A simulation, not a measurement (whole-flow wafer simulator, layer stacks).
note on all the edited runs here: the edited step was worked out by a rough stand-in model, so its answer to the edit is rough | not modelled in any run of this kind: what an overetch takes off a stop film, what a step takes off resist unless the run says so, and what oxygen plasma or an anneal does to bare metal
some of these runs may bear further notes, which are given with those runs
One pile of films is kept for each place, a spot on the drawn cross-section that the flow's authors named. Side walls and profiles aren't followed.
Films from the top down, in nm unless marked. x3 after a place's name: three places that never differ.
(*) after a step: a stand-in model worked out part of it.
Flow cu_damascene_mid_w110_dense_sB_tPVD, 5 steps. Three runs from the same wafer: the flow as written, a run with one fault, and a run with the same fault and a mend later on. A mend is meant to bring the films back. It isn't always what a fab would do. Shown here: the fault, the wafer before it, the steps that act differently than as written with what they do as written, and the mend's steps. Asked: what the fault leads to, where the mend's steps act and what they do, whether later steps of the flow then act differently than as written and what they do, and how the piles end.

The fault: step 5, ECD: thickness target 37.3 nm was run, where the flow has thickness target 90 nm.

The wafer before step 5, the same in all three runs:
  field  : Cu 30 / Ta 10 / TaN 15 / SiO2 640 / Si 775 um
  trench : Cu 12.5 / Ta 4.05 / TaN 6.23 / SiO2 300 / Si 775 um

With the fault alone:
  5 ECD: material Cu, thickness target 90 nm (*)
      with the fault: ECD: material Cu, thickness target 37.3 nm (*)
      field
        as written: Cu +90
        with the fault: Cu +37.3
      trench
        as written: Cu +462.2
        with the fault: Cu +37.3
  No later step of the flow acts differently than as written at any place that is followed.
  At the end the piles differ from the flow's by more than 2% or 0.5 nm, whichever is larger, at field, trench.
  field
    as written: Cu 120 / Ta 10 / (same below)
    with the fault: Cu 67.3 / Ta 10 / (same below)
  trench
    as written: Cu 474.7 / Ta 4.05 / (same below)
    with the fault: Cu 49.8 / Ta 4.05 / (same below)

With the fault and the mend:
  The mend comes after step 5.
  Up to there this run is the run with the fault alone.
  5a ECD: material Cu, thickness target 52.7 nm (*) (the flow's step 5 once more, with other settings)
      field
        Cu +52.7
      trench
        Cu +424.9
  No later step of the flow acts differently than as written at any place that is followed.
  At the end the piles are the same as the flow's at every place that both follow.
